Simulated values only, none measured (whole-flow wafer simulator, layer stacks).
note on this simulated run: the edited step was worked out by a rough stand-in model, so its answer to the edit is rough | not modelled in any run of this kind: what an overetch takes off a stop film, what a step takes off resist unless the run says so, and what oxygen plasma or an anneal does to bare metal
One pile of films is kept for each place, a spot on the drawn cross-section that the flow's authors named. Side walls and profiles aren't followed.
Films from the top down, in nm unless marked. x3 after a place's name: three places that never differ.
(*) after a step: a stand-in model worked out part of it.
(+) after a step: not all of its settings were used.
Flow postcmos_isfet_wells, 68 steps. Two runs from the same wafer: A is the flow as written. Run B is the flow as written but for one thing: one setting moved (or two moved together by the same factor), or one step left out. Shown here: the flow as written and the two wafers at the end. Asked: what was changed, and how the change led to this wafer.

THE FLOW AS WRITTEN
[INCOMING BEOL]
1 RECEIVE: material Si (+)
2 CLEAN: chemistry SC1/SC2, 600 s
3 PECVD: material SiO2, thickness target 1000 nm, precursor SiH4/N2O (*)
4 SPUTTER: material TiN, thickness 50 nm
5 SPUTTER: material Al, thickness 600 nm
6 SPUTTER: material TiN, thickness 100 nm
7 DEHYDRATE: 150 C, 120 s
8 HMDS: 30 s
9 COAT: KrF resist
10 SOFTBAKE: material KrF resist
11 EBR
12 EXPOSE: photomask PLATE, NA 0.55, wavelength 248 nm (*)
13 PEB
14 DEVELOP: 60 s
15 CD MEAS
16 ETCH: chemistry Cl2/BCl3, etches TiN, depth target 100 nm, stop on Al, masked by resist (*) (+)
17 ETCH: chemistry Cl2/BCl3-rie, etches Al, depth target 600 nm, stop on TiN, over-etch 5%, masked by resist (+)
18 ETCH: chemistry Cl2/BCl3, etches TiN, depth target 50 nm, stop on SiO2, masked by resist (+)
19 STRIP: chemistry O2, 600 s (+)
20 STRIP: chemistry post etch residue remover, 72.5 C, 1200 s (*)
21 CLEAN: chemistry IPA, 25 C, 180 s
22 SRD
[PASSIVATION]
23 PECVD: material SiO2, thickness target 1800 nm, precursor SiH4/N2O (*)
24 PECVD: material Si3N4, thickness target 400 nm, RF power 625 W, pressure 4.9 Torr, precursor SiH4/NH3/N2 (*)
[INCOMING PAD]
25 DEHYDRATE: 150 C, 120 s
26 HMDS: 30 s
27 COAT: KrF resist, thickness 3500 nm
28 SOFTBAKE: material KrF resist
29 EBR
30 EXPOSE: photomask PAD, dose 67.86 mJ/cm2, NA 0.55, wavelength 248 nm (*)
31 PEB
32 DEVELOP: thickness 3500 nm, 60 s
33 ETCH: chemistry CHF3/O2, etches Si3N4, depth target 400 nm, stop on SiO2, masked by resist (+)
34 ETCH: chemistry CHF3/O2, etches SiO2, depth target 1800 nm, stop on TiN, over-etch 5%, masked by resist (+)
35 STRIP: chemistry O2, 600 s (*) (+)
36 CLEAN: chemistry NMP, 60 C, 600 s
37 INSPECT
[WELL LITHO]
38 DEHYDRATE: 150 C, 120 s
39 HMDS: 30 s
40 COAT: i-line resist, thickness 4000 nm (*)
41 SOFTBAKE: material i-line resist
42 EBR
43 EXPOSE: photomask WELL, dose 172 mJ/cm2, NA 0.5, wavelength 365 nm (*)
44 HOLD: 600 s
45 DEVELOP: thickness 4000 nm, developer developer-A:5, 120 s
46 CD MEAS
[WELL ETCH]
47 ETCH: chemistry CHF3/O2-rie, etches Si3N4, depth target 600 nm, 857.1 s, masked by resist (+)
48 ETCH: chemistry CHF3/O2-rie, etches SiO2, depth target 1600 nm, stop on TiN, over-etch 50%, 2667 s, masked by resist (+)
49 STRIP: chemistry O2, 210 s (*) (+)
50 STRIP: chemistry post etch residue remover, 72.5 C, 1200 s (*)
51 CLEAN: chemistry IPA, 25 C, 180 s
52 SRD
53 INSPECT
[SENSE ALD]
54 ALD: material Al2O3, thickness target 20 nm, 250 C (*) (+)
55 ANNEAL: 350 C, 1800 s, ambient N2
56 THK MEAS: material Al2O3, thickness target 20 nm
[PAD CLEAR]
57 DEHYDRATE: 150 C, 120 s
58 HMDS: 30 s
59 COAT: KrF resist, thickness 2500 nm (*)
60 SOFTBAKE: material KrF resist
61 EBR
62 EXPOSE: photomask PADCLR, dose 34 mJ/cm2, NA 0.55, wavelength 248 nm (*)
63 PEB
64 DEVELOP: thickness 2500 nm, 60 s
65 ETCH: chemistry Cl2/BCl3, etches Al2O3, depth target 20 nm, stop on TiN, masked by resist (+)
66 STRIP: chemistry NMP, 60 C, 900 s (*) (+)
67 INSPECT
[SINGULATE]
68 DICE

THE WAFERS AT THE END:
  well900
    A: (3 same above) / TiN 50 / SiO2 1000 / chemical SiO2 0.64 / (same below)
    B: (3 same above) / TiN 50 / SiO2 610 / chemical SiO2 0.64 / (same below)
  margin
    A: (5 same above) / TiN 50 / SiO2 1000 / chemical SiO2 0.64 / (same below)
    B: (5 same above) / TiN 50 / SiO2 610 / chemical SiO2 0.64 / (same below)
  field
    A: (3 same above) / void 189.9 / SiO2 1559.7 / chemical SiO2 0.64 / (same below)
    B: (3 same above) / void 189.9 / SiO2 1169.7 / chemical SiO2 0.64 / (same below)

The cause: step 3, PECVD: thickness target 610 nm was run, where the flow has thickness target 1000 nm.
It can be read off the wafer: well900 has SiO2 610, and step 3 as written asks for 1000 nm.

How the change led to this, step by step:
  3 PECVD: material SiO2, thickness target 1000 nm, precursor SiH4/N2O (*)
      field, margin, well900, well1300 x3, pad_rim, pad_clr, pad_open: A SiO2 +1000 (new film) | B SiO2 +610 (new film)
